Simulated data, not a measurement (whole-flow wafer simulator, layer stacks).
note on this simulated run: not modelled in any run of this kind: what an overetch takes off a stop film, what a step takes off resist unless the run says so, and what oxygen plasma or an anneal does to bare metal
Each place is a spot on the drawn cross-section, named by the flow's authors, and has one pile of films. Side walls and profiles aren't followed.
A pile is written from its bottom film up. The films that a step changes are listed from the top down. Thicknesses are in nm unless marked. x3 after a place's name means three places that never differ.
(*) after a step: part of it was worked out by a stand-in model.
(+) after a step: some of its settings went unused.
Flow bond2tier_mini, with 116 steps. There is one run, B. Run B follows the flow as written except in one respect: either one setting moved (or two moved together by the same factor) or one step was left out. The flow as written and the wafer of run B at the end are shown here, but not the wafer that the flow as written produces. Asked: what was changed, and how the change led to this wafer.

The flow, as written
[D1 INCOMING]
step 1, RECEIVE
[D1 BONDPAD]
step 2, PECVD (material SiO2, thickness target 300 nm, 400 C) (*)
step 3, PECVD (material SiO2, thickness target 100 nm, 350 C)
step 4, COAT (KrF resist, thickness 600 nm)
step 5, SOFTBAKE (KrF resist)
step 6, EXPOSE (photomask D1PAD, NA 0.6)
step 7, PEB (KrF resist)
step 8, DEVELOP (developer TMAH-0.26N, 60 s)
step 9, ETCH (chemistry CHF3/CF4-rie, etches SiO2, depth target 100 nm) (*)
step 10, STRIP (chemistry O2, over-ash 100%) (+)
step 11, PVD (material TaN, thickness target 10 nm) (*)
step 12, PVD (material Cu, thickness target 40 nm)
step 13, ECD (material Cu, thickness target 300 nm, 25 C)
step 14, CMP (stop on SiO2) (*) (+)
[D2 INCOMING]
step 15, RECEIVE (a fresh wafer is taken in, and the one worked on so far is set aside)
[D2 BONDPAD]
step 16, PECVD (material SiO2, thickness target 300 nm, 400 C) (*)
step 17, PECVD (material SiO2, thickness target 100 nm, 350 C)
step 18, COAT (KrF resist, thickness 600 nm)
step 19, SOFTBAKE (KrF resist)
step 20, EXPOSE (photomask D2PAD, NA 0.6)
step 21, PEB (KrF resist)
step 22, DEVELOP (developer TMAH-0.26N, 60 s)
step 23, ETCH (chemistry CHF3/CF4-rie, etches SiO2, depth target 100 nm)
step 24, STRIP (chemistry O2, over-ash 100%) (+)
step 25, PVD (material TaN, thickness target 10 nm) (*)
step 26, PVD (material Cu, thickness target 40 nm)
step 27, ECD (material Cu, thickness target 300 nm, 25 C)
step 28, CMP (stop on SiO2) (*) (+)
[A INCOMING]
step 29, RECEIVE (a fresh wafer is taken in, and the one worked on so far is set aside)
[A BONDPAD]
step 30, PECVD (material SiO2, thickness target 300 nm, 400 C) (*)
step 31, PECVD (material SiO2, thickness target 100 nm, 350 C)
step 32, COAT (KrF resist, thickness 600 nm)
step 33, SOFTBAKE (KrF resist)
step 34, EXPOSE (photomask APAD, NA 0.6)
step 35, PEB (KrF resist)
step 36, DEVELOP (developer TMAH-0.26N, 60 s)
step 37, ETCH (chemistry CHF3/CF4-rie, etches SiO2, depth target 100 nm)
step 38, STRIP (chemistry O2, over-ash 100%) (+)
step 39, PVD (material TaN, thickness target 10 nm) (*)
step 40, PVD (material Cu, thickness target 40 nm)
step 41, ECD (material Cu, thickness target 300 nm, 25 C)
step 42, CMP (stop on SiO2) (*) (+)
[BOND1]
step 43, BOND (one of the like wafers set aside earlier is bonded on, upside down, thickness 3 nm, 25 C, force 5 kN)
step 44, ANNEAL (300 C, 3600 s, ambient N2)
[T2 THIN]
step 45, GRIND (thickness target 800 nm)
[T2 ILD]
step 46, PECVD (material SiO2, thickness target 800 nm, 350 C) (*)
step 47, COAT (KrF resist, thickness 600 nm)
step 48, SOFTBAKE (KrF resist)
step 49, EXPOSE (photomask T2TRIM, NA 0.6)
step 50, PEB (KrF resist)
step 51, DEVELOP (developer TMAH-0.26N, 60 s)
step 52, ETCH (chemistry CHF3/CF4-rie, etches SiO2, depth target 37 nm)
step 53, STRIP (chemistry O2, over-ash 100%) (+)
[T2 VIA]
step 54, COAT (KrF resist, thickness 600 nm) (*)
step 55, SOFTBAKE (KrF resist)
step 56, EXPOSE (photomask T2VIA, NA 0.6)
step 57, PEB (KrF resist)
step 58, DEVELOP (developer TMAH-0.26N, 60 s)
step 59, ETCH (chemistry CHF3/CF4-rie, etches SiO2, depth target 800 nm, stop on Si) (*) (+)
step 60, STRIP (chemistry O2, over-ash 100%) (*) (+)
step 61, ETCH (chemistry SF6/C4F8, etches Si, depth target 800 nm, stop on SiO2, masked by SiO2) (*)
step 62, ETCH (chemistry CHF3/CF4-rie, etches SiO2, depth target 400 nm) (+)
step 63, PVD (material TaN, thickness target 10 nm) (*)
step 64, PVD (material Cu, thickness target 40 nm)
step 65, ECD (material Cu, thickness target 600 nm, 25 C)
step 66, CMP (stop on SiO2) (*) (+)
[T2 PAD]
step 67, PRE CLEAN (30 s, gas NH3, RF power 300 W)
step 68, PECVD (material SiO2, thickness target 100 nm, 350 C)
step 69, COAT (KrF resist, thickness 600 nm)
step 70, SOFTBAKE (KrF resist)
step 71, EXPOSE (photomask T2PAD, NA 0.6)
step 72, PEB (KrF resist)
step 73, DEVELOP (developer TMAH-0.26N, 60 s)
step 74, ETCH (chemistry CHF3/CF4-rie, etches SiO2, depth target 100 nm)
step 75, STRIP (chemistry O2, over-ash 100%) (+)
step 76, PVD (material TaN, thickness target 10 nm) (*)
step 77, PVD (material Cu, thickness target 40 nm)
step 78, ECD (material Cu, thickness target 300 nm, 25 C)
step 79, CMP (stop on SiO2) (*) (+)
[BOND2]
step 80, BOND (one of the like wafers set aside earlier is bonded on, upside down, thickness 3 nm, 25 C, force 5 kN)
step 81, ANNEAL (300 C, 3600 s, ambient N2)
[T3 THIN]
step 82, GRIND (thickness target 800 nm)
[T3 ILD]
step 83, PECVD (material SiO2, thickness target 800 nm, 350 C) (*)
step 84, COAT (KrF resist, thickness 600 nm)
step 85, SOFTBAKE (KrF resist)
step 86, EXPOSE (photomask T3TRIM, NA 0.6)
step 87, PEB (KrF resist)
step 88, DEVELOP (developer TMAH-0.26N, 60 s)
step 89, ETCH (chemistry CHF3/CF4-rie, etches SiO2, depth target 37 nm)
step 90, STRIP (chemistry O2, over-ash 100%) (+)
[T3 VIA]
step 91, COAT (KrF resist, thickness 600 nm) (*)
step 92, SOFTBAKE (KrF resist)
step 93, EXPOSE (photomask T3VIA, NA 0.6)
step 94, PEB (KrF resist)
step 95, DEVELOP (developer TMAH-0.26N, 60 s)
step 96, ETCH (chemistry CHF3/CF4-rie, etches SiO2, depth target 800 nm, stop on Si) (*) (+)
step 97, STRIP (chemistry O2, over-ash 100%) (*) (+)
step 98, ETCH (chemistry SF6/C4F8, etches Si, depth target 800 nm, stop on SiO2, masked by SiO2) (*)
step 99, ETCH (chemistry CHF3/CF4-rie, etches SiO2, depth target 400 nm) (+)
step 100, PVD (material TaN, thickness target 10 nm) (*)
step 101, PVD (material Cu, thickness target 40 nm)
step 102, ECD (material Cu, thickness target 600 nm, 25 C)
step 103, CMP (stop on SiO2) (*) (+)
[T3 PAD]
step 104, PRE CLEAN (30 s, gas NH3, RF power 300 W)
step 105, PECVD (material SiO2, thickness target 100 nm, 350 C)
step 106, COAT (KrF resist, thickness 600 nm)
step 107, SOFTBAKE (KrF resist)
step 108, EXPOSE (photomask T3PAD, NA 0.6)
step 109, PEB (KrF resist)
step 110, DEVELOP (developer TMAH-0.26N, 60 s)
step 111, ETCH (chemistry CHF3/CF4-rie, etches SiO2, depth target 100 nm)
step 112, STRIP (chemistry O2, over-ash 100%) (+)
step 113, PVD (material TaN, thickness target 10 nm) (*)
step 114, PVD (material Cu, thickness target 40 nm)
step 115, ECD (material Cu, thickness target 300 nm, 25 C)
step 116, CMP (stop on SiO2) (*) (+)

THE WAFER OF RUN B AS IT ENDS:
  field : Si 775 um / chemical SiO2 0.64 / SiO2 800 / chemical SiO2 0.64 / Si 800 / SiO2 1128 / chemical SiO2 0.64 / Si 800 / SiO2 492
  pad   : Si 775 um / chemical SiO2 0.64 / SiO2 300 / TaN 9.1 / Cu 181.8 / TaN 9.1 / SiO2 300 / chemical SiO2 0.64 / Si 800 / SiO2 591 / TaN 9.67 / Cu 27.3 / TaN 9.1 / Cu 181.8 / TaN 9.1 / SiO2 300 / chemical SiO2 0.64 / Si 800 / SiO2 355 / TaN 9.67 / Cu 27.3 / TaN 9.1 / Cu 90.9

The reason: step 62, ETCH: depth target 164 nm was run, while the flow as written has depth target 400 nm.

The path from the change to this, step by step:
  step 62, ETCH (chemistry CHF3/CF4-rie, etches SiO2, depth target 400 nm) (+)
      field, pad: -164 SiO2 (in the flow as written it would be: -400 SiO2)
